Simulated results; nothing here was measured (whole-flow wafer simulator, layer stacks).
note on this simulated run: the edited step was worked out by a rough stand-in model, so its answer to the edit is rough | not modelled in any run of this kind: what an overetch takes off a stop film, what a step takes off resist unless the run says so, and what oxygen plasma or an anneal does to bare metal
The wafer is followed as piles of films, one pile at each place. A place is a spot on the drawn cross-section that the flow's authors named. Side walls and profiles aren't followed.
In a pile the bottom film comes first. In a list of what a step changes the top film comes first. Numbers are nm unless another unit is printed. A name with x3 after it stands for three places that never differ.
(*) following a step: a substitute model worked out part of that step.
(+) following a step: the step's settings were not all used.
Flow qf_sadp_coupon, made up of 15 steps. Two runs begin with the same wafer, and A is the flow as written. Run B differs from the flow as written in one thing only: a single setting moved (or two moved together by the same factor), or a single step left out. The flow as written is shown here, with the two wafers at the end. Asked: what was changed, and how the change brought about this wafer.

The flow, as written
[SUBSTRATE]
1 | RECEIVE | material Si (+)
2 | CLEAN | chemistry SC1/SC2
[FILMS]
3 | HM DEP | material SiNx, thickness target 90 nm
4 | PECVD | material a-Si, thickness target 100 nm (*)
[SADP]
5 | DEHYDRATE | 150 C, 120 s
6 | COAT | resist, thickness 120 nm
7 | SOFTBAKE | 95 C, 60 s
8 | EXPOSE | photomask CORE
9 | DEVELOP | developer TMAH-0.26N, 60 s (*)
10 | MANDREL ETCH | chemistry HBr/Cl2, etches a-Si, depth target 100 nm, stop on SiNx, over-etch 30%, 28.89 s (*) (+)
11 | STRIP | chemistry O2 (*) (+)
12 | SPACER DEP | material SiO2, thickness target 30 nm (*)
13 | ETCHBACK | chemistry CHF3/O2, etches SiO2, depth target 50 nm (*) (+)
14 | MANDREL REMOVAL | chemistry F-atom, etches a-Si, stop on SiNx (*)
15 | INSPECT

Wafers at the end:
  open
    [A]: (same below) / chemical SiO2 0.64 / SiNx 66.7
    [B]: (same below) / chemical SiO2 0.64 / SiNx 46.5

Cause: step 13, ETCHBACK: depth target 71.2 nm was run, while the flow as written has depth target 50 nm.

The path from the change to this, step by step:
  13 | ETCHBACK | chemistry CHF3/O2, etches SiO2, depth target 50 nm (*) (+)
      m: A -30 SiO2 (all of it), -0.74 chemical SiO2 (all of it), -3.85 a-Si | B -30 SiO2 (all of it), -0.74 chemical SiO2 (all of it), -8.09 a-Si
      open: A -30 SiO2 (all of it), -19 SiNx | B -30 SiO2 (all of it), -39.2 SiNx
  14 | MANDREL REMOVAL | chemistry F-atom, etches a-Si, stop on SiNx (*)
      m: A -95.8 a-Si (all of it) | B -91.6 a-Si (all of it)
